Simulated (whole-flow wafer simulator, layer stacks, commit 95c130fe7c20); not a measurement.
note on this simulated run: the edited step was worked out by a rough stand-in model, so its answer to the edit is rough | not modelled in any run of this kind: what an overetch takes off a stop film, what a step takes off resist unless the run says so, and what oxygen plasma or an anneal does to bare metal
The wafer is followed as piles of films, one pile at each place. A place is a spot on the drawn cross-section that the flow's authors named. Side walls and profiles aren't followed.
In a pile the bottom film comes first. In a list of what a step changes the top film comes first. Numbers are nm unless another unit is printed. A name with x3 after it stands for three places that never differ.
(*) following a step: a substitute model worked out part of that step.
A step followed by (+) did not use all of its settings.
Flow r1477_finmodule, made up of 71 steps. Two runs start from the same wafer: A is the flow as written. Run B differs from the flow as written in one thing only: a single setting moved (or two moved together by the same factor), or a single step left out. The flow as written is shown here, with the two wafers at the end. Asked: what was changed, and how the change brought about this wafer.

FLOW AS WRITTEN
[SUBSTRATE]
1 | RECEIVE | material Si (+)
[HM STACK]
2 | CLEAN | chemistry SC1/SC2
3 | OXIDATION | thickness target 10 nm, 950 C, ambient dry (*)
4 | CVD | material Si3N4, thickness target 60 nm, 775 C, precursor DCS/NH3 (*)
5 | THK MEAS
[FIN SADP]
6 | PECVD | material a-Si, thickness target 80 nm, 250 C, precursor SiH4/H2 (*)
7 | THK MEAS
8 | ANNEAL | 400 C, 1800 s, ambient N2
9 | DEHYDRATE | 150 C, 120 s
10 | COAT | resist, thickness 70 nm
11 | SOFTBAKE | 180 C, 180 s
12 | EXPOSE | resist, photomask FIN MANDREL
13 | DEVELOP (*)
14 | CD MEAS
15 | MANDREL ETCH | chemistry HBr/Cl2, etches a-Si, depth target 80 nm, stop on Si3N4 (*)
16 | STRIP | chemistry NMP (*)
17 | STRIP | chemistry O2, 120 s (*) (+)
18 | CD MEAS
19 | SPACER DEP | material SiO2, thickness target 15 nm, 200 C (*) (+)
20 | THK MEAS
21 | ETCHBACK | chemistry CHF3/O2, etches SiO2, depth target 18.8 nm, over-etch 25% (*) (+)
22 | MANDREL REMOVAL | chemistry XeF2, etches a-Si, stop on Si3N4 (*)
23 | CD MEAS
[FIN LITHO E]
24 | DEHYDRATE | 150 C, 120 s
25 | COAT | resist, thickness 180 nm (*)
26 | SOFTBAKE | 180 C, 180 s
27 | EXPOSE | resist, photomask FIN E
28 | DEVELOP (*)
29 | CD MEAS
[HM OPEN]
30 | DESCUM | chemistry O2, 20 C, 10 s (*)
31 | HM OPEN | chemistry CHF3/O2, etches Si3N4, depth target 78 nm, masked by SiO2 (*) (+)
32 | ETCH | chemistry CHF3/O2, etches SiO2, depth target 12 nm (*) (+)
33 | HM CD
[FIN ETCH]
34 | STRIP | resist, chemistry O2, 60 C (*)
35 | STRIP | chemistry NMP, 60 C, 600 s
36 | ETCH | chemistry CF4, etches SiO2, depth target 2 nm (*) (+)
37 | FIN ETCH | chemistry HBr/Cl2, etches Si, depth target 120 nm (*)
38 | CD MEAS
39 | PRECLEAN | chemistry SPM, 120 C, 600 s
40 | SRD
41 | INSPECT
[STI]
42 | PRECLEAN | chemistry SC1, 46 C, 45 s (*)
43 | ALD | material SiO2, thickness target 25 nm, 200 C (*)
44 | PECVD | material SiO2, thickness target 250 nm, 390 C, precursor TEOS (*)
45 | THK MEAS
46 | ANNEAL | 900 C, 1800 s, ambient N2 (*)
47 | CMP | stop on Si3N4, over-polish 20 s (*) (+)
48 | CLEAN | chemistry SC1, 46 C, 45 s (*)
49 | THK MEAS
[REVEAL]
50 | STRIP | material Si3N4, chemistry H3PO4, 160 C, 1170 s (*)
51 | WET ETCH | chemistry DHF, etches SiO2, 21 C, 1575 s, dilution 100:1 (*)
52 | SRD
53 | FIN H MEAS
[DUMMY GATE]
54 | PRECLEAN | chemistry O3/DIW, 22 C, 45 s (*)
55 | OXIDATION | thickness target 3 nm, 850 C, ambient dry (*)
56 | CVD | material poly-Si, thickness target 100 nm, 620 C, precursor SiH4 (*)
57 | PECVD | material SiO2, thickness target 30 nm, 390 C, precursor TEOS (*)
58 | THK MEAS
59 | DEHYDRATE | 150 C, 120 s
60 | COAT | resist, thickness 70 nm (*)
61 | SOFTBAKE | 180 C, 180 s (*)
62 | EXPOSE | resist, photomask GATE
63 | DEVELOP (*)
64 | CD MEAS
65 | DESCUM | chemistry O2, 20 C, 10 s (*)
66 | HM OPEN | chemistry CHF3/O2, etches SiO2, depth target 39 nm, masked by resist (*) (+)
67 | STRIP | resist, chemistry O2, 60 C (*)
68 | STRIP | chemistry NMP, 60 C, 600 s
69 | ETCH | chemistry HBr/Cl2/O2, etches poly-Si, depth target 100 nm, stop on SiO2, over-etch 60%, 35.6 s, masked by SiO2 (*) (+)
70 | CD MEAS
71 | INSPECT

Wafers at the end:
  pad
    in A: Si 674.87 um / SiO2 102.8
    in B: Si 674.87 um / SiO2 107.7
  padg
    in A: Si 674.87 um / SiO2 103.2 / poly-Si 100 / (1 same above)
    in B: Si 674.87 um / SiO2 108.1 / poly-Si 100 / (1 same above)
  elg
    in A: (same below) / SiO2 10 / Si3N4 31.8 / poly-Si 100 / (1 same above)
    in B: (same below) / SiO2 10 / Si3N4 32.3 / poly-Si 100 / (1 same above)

Cause: step 51, WET ETCH: 19.57 C was run, whereas the flow has 21 C.

The path from the change to this, step by step:
  51 | WET ETCH | chemistry DHF, etches SiO2, 21 C, 1575 s, dilution 100:1 (*)
      pad, padg, e40sg and 12 more: A -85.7 SiO2 | B -80.8 SiO2
      elg, e40lg, e100lg, e200lg, elo, e40lo, e100lo, e200lo: A -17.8 SiO2 (all of it), -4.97 Si3N4 | B -17.8 SiO2 (all of it), -4.43 Si3N4
      (as well as at 7 more places)
  56 | CVD | material poly-Si, thickness target 100 nm, 620 C, precursor SiH4 (*)
      s40cg, s40co: A +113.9 poly-Si (new film) | B +109.4 poly-Si (new film)
      s45cg, s45co: A +113.4 poly-Si (new film) | B +108.9 poly-Si (new film)
      (as well as at 3 more places)
  60 | COAT | resist, thickness 70 nm (*)
      e40sg, eso, e40so: A +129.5 resist (new film) | B +125.4 resist (new film)
      e100sg, e100so: A +129.4 resist (new film) | B +125.3 resist (new film)
      (as well as at 8 more places)
  63 | DEVELOP (*)
      eso, e40so: A -129.5 resist (all of it) | B -125.4 resist (all of it)
      e100so: A -129.4 resist (all of it) | B -125.3 resist (all of it)
      (as well as at 4 more places)
  67 | STRIP | resist, chemistry O2, 60 C (*)
      e40sg: A -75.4 resist (all of it) | B -71.3 resist (all of it)
      e100sg: A -75.3 resist (all of it) | B -71.2 resist (all of it)
      (as well as at 4 more places)
  69 | ETCH | chemistry HBr/Cl2/O2, etches poly-Si, depth target 100 nm, stop on SiO2, over-etch 60%, 35.6 s, masked by SiO2 (*) (+)
      s40co: A -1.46 chemical SiO2 (all of it), -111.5 poly-Si (all of it), -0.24 SiO2 | B -1.44 chemical SiO2 (all of it), -107 poly-Si (all of it), -0.27 SiO2
      s45co: A -1.46 chemical SiO2 (all of it), -110.9 poly-Si (all of it), -0.25 SiO2 | B -1.44 chemical SiO2 (all of it), -106.4 poly-Si (all of it), -0.27 SiO2
      (as well as at 1 more place)
